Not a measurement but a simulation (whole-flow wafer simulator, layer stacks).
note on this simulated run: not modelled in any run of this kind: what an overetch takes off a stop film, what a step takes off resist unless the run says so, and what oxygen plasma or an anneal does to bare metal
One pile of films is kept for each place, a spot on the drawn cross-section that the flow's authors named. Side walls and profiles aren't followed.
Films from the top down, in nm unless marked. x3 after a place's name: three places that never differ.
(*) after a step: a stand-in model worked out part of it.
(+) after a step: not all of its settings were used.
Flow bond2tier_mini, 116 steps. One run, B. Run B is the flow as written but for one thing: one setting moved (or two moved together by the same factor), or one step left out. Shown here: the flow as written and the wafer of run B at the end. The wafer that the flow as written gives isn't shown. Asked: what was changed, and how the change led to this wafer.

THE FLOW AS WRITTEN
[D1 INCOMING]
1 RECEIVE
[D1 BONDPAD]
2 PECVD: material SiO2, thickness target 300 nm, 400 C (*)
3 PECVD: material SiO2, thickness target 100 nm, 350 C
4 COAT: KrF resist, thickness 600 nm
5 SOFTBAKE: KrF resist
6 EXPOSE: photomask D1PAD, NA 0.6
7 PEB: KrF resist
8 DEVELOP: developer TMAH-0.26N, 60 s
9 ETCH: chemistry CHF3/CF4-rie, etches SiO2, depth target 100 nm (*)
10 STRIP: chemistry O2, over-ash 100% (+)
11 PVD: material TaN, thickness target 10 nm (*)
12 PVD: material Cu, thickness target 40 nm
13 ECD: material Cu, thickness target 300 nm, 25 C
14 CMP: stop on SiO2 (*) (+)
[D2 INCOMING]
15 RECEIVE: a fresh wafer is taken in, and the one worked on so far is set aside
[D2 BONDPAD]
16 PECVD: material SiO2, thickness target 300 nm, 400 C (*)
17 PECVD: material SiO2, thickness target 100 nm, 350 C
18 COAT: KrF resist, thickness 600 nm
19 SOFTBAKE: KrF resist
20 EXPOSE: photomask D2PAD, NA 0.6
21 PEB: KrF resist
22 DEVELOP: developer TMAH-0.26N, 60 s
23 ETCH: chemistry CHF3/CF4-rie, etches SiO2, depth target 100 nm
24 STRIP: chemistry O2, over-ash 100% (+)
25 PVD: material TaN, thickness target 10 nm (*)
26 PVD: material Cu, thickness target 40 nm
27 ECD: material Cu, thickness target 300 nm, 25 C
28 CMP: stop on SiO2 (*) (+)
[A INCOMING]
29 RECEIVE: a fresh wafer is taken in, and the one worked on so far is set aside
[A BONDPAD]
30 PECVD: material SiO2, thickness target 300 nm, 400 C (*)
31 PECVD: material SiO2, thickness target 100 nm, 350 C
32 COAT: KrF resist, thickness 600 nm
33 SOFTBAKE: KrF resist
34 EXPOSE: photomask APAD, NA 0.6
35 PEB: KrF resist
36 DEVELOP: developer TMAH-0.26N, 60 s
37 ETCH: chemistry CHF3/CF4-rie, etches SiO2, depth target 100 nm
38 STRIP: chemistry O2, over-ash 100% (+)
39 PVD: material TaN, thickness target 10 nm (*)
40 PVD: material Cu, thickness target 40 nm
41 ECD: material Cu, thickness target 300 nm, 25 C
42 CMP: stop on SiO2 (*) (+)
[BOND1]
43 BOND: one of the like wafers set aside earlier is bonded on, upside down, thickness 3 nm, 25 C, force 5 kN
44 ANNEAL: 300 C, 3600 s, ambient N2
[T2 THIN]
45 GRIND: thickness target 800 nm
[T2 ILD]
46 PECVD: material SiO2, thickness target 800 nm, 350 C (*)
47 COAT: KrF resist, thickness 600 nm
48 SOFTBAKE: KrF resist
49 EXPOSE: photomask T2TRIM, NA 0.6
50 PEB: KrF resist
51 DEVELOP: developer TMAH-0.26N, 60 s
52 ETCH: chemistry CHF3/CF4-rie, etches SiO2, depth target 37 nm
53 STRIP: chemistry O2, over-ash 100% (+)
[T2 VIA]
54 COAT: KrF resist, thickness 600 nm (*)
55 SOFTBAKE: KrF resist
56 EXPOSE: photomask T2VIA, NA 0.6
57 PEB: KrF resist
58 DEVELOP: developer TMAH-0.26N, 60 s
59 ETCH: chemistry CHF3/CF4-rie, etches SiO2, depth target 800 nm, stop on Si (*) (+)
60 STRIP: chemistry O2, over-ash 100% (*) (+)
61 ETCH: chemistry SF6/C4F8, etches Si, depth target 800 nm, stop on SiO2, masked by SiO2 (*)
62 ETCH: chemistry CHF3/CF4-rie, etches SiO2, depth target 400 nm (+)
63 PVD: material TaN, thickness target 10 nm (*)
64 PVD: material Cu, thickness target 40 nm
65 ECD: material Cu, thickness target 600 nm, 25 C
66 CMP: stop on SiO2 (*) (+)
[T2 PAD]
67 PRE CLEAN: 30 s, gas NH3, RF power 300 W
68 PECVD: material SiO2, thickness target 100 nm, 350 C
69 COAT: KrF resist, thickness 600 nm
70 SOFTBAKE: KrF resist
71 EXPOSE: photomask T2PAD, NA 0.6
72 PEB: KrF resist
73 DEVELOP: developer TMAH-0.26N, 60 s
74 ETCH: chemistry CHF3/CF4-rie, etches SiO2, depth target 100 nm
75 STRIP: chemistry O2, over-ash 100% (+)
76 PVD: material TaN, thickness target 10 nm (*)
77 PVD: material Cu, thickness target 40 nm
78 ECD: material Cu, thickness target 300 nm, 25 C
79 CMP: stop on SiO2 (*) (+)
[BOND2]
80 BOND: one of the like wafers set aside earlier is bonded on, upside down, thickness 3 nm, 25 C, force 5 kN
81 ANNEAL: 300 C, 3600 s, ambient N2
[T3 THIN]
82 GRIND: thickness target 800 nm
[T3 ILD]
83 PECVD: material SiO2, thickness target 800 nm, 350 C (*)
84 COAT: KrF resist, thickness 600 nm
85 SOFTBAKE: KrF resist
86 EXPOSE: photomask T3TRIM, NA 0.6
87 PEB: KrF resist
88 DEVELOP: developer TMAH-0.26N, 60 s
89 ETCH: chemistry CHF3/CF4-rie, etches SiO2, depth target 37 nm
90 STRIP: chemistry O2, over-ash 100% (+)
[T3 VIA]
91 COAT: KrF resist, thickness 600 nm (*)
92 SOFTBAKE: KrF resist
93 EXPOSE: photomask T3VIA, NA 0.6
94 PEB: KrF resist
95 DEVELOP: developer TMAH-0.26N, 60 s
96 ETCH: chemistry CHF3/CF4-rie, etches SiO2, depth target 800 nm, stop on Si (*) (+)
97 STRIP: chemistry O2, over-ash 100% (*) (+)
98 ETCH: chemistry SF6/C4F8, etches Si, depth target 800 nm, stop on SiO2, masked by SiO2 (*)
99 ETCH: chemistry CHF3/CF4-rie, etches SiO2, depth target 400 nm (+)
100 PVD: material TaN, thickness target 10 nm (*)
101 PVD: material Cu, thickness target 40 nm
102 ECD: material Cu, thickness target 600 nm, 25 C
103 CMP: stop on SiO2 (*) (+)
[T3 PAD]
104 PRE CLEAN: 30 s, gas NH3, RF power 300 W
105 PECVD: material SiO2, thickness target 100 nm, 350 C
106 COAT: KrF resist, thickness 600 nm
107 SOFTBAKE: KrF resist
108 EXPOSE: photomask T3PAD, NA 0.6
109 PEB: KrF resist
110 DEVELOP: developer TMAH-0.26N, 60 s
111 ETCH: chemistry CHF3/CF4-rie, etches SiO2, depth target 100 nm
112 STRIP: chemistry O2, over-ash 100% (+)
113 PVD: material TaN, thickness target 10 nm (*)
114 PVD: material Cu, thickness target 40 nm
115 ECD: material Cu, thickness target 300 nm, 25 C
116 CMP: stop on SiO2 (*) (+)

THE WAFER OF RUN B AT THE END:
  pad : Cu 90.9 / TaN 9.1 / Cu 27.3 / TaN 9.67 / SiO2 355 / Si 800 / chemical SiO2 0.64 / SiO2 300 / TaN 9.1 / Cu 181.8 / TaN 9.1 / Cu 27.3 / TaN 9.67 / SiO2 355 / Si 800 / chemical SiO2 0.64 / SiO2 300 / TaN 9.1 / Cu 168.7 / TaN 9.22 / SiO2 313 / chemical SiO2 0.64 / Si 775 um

The cause: step 37, ETCH: depth target 87 nm was run, where the flow has depth target 100 nm.

How the change led to this, step by step:
  37 ETCH: chemistry CHF3/CF4-rie, etches SiO2, depth target 100 nm
      pad, via: SiO2 -87 (as written it would be: SiO2 -100)
      field: KrF resist -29 (as written it would be: KrF resist -33.3)
  41 ECD: material Cu, thickness target 300 nm, 25 C
      pad: Cu +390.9 (as written it would be: Cu +404.5)
      via: Cu +387.1 (as written it would be: Cu +400.2)
